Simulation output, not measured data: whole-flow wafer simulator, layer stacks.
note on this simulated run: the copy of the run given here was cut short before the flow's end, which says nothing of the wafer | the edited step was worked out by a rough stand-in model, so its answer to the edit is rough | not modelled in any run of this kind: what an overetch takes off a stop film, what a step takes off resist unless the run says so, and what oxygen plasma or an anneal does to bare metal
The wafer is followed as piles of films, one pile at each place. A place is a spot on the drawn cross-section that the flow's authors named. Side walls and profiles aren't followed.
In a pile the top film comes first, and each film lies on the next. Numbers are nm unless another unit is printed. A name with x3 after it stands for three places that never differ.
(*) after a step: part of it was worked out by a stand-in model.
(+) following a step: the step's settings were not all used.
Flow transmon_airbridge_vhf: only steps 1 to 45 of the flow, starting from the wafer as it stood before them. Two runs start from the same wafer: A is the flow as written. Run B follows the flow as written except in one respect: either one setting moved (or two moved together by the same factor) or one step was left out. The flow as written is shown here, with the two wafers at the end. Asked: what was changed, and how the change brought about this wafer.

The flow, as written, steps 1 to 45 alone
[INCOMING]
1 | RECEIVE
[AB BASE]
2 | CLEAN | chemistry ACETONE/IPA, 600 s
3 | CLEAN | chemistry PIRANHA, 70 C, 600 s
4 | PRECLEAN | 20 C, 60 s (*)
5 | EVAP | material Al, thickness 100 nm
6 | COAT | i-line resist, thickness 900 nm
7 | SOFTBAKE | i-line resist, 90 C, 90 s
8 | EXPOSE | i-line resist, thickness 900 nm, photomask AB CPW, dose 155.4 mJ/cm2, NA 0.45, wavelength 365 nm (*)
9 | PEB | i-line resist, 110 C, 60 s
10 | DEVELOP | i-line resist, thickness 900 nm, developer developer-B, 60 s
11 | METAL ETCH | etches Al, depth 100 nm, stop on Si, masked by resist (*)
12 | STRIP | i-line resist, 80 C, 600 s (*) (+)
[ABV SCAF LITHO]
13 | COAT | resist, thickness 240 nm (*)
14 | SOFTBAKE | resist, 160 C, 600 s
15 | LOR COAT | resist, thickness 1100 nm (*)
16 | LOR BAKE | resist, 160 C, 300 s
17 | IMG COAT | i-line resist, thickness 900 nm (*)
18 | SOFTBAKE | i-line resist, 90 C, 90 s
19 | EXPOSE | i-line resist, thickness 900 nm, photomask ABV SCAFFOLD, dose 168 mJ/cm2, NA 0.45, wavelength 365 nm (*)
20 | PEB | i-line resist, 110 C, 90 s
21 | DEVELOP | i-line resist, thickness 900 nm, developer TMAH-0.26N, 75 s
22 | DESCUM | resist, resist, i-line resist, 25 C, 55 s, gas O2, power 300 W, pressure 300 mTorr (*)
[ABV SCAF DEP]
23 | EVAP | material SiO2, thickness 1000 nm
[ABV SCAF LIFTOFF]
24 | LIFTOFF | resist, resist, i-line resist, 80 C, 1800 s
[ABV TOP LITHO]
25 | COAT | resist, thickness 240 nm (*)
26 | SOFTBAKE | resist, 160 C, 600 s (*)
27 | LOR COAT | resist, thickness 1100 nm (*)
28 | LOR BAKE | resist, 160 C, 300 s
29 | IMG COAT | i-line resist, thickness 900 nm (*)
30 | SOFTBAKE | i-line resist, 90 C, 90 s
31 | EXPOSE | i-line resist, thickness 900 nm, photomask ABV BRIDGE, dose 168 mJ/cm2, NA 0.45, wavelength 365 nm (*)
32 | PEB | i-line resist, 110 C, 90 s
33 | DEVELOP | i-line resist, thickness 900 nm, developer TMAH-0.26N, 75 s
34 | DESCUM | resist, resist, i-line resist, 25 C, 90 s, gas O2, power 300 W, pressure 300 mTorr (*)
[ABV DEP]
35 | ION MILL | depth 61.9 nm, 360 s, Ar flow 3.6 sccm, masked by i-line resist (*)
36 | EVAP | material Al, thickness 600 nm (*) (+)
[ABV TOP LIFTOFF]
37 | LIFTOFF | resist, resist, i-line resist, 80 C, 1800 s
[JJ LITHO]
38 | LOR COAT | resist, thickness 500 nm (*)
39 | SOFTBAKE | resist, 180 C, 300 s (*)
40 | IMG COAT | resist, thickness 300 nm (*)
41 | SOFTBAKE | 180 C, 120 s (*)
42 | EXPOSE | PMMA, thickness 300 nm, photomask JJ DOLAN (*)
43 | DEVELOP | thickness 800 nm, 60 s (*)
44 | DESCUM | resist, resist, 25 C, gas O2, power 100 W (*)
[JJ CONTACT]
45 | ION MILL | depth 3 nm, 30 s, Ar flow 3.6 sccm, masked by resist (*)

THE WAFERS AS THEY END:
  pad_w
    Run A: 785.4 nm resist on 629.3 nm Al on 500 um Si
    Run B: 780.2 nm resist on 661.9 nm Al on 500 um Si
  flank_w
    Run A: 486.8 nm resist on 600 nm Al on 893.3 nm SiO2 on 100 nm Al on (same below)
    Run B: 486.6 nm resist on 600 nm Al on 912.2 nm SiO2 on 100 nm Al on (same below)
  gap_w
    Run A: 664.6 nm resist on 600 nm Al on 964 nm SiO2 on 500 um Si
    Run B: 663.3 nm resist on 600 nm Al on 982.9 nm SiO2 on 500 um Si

Cause: step 35, ION MILL: depth 29.4 nm was run, though the flow has depth 61.9 nm; step 35, ION MILL: 171 s was run, where the flow has 360 s.

Step by step, how the change led to this:
  35 | ION MILL | depth 61.9 nm, 360 s, Ar flow 3.6 sccm, masked by i-line resist (*)
      field x3, jj_line, ground_far, trace_open_s x2, margin_s, margin_n: A -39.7 i-line resist | B -18.9 i-line resist
      flank_w, gap_w, cpw_trace, gap_e, flank_e, bridge_strip: A -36 SiO2 | B -17.1 SiO2
      (as well as at 2 more places)
  37 | LIFTOFF | resist, resist, i-line resist, 80 C, 1800 s
      field x3, jj_line, trace_open_s x2: A -600 Al (all of it), -600 i-line resist (all of it), -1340 resist (all of it) | B -600 Al (all of it), -620.8 i-line resist (all of it), -1340 resist (all of it)
      margin_s, margin_n: A -600 Al (all of it), -318.3 i-line resist (all of it), -992 resist (all of it) | B -600 Al (all of it), -339.1 i-line resist (all of it), -992 resist (all of it)
      (as well as at 1 more place)
